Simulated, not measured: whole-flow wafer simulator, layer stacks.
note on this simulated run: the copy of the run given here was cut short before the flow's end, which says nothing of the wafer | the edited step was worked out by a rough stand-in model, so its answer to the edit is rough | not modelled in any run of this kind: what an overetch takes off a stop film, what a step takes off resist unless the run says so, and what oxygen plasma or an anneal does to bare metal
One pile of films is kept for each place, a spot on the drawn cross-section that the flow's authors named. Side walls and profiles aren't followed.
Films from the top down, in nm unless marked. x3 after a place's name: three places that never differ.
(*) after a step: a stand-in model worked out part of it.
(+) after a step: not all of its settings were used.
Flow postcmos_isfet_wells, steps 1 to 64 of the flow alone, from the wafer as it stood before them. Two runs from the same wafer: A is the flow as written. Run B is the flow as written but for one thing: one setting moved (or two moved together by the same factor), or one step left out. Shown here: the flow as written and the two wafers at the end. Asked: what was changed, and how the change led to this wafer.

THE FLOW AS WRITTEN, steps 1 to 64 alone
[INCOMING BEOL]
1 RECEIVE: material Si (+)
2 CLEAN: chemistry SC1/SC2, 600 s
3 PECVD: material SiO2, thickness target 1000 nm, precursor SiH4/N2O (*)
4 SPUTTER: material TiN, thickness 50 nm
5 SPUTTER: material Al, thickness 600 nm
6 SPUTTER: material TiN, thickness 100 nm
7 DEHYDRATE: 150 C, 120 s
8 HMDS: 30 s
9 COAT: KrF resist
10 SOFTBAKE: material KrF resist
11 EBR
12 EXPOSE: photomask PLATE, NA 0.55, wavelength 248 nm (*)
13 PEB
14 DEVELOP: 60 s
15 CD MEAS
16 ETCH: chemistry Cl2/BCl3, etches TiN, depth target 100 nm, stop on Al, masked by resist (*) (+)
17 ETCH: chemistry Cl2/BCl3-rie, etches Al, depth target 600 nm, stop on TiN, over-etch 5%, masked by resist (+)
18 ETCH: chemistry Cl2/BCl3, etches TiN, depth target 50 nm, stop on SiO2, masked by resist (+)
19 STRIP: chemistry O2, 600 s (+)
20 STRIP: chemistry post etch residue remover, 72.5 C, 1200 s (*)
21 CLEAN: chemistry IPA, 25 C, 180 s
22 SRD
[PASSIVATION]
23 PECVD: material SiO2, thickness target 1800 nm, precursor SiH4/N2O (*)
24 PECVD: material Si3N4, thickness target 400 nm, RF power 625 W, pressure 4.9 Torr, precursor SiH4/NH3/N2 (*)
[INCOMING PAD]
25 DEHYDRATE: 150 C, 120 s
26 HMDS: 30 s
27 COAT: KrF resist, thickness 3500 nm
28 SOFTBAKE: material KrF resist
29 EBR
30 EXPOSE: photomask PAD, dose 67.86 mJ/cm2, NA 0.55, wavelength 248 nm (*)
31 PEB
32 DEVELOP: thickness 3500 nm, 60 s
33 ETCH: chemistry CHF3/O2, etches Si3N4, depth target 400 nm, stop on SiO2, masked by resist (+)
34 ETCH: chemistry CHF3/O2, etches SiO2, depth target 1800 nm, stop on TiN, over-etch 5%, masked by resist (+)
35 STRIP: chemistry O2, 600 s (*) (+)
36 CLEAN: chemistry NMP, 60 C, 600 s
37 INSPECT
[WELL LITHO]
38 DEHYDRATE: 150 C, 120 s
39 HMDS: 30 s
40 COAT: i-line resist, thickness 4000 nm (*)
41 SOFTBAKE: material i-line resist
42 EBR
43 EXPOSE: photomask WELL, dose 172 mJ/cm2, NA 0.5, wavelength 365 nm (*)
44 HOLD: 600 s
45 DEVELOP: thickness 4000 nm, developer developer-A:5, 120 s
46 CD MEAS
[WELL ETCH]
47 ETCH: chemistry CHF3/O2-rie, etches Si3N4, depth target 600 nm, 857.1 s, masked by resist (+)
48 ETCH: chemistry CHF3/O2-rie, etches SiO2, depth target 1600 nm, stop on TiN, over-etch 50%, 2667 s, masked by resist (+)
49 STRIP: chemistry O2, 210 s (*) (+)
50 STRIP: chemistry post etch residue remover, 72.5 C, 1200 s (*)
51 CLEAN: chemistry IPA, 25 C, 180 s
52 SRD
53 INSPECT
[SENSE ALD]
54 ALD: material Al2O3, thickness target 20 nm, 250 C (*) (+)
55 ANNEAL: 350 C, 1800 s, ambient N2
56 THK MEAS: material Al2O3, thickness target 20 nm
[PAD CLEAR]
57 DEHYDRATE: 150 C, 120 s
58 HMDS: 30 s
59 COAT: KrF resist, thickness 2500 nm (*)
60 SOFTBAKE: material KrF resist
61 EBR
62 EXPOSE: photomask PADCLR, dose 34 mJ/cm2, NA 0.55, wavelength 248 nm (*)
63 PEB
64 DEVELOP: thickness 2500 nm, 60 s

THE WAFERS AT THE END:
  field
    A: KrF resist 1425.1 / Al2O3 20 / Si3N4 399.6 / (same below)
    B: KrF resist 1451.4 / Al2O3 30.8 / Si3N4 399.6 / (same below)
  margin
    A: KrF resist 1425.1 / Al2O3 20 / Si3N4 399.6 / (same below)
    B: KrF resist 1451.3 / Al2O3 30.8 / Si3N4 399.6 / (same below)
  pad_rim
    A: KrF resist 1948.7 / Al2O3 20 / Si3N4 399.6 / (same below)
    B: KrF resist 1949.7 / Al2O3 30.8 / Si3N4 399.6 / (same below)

The cause: step 54, ALD: thickness target 30.8 nm was run, where the flow has thickness target 20 nm.
It can be read off the wafer: field has Al2O3 30.8, and step 54 as written asks for 20 nm.

How the change led to this, step by step:
  54 ALD: material Al2O3, thickness target 20 nm, 250 C (*) (+)
      field, margin, well900, well1300 x3, pad_rim, pad_clr, pad_open: A Al2O3 +20 (new film) | B Al2O3 +30.8 (new film)
